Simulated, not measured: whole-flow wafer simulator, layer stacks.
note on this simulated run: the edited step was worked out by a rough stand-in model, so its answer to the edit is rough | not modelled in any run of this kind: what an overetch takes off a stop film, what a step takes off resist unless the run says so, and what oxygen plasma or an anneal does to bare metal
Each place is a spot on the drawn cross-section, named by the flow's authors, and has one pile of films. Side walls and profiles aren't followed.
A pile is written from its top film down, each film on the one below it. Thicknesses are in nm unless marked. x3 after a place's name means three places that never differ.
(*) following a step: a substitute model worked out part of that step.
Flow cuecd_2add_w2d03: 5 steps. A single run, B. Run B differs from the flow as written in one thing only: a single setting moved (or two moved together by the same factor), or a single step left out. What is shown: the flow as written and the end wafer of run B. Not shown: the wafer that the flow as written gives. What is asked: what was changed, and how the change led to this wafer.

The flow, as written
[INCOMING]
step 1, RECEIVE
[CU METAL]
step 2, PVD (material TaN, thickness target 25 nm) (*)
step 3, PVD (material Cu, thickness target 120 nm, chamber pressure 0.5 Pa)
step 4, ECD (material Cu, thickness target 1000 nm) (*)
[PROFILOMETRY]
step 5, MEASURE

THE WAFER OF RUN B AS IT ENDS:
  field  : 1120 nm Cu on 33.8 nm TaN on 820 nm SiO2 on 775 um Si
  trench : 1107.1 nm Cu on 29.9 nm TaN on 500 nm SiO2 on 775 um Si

What caused this: step 2, PVD: thickness target 33.8 nm was run, whereas the flow has thickness target 25 nm.
The wafer itself shows it: field has TaN 33.8, and step 2 as written asks for 25 nm.

The path from the change to this, step by step:
  step 2, PVD (material TaN, thickness target 25 nm) (*)
      field: +33.8 TaN (new film) (as written it would have been: +25 TaN (new film))
      trench: +29.9 TaN (new film) (as written it would have been: +22.1 TaN (new film))
